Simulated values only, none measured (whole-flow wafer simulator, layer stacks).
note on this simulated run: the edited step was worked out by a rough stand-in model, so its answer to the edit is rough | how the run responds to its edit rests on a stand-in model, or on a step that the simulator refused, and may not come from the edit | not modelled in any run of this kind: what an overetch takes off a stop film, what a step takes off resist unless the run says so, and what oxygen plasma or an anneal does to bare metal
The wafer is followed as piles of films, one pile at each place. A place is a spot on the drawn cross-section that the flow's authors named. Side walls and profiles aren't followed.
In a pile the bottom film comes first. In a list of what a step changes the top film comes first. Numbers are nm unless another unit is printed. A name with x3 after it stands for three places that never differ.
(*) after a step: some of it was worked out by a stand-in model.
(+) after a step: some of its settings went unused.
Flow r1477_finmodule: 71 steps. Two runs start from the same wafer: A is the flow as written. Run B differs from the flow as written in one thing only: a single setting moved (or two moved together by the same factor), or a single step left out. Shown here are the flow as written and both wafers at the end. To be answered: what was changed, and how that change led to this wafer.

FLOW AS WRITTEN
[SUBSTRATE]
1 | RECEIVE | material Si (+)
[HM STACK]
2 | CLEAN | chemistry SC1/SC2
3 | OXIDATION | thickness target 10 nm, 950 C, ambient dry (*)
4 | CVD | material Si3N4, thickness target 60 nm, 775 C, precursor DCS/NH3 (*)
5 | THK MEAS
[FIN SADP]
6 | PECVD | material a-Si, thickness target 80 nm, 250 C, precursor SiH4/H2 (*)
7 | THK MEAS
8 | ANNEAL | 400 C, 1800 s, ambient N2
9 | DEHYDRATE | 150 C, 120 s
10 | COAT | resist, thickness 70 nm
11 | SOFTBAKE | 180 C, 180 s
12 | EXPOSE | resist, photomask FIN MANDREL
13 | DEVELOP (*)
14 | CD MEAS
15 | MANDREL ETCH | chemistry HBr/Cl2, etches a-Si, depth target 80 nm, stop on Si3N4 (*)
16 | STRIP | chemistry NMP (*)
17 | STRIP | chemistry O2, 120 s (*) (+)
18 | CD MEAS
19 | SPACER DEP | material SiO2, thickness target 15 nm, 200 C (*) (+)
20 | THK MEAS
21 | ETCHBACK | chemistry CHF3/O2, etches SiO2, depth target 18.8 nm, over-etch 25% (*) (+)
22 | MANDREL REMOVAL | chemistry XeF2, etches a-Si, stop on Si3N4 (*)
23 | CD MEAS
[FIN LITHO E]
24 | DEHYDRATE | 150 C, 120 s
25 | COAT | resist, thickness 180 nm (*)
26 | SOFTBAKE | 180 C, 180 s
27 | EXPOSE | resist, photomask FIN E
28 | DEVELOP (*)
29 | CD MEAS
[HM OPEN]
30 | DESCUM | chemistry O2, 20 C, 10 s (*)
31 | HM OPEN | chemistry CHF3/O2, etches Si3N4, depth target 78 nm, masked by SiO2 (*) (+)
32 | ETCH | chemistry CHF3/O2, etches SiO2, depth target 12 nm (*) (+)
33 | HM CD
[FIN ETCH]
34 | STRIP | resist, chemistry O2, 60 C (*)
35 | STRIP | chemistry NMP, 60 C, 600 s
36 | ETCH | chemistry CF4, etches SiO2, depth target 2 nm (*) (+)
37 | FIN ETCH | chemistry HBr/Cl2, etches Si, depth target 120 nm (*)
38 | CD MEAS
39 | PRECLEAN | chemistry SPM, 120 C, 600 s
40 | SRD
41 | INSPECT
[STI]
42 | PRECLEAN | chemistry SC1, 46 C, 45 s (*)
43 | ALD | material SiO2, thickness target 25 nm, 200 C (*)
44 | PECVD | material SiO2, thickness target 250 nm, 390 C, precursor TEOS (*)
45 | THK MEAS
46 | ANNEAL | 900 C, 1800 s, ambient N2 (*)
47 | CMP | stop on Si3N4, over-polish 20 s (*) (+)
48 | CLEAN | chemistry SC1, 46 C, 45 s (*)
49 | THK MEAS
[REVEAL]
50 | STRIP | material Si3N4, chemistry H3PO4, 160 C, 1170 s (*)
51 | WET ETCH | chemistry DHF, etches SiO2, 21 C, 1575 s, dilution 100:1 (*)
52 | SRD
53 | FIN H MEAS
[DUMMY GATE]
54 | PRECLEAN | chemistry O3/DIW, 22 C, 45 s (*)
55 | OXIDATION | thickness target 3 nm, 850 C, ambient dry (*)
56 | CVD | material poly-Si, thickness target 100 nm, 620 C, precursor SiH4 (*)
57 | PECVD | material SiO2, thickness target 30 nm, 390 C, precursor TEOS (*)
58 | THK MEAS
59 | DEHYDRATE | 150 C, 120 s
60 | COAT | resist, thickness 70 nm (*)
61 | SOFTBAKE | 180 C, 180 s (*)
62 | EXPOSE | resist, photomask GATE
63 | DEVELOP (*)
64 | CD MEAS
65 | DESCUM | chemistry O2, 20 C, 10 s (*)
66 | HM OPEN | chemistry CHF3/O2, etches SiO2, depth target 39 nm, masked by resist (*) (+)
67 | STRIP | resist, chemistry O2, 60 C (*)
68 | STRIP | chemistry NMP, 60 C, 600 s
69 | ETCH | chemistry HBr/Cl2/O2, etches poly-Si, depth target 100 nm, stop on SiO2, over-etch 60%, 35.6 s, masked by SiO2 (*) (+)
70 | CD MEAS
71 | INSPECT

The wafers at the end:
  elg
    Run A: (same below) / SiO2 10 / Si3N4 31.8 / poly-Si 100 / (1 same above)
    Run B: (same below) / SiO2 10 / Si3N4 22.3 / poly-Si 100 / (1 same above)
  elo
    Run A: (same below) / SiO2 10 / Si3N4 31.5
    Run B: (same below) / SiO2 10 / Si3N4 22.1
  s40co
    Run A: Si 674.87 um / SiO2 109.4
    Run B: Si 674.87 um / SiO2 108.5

The reason: step 21, ETCHBACK: depth target 29.6 nm was run, though the flow has depth target 18.8 nm.

The path from the change to this, step by step:
  21 | ETCHBACK | chemistry CHF3/O2, etches SiO2, depth target 18.8 nm, over-etch 25% (*) (+)
      pad, padg, elg and 21 more: A -15 SiO2 (all of it), -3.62 Si3N4 | B -15 SiO2 (all of it), -13.9 Si3N4
      s40cg, s45cg, s50cg, s40co, s45co, s50co: A -15.4 SiO2 (all of it), -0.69 a-Si | B -15.4 SiO2 (all of it), -2.85 a-Si
      (and at 6 other places as well)
  22 | MANDREL REMOVAL | chemistry XeF2, etches a-Si, stop on Si3N4 (*)
      s40cg, s45cg, s50cg, s40co, s45co, s50co: A -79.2 a-Si (all of it) | B -77 a-Si (all of it)
  25 | COAT | resist, thickness 180 nm (*)
      s40cg, s40co: A +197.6 resist (new film) | B +190.6 resist (new film)
      s40sg_line, s40so_line: A +121.2 resist (new film) | B +125 resist (new film)
      (and at 10 other places as well)
  28 | DEVELOP (*)
      s40cg, s40co: A -197.6 resist (all of it) | B -190.6 resist (all of it)
      s40sg_line, s40so_line: A -121.2 resist (all of it) | B -125 resist (all of it)
      (and at 10 other places as well)
  31 | HM OPEN | chemistry CHF3/O2, etches Si3N4, depth target 78 nm, masked by SiO2 (*) (+)
      pad, padg, esg and 13 more: A -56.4 Si3N4 (all of it), -10 SiO2 (all of it) | B -46.1 Si3N4 (all of it), -10 SiO2 (all of it)
      elg, e40lg, e100lg, e200lg, elo, e40lo, e100lo, e200lo: A -78 resist | B -69.1 resist
      (and at 12 other places as well)
  32 | ETCH | chemistry CHF3/O2, etches SiO2, depth target 12 nm (*) (+)
      s40cg, s45cg, s50cg, s40co, s45co, s50co: A -1 SiO2 (all of it), -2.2 Si | B -5.43 SiO2 (all of it), -1.31 Si
  34 | STRIP | resist, chemistry O2, 60 C (*)
      elg, e40lg, e100lg, e200lg, elo, e40lo, e100lo, e200lo: A -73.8 resist (all of it) | B -82.6 resist (all of it)
  43 | ALD | material SiO2, thickness target 25 nm, 200 C (*)
      s40cg, s45cg, s50cg, s40co, s45co, s50co: A +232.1 SiO2 (new film) | B +224.8 SiO2 (new film)
      esg: A +194.3 SiO2 (new film) | B +184 SiO2 (new film)
  47 | CMP | stop on Si3N4, over-polish 20 s (*) (+)
      elg, esg, e40lg and 6 more: A -241.6 SiO2 | B -231.3 SiO2
      s40cg, s45cg, s50cg, s40co, s45co, s50co: A -279 SiO2 | B -272.7 SiO2
      (and at 6 other places as well)
  51 | WET ETCH | chemistry DHF, etches SiO2, 21 C, 1575 s, dilution 100:1 (*)
      elg, e40lg, e100lg, e200lg, elo, e40lo, e100lo, e200lo: A -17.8 SiO2 (all of it), -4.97 Si3N4 | B -28.1 SiO2 (all of it), -4.15 Si3N4
  56 | CVD | material poly-Si, thickness target 100 nm, 620 C, precursor SiH4 (*)
      esg: A +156 poly-Si (new film) | B +146.8 poly-Si (new film)
  60 | COAT | resist, thickness 70 nm (*)
      e40sg, eso, e40so: A +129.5 resist (new film) | B +120.5 resist (new film)
      e100sg, e100so: A +129.4 resist (new film) | B +120.4 resist (new film)
      (and at 2 other places as well)
  63 | DEVELOP (*)
      eso, e40so: A -129.5 resist (all of it) | B -120.5 resist (all of it)
      e100so: A -129.4 resist (all of it) | B -120.4 resist (all of it)
      (and at 1 other place as well)
  67 | STRIP | resist, chemistry O2, 60 C (*)
      e40sg: A -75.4 resist (all of it) | B -66.4 resist (all of it)
      e100sg: A -75.3 resist (all of it) | B -66.3 resist (all of it)
      (and at 1 other place as well)
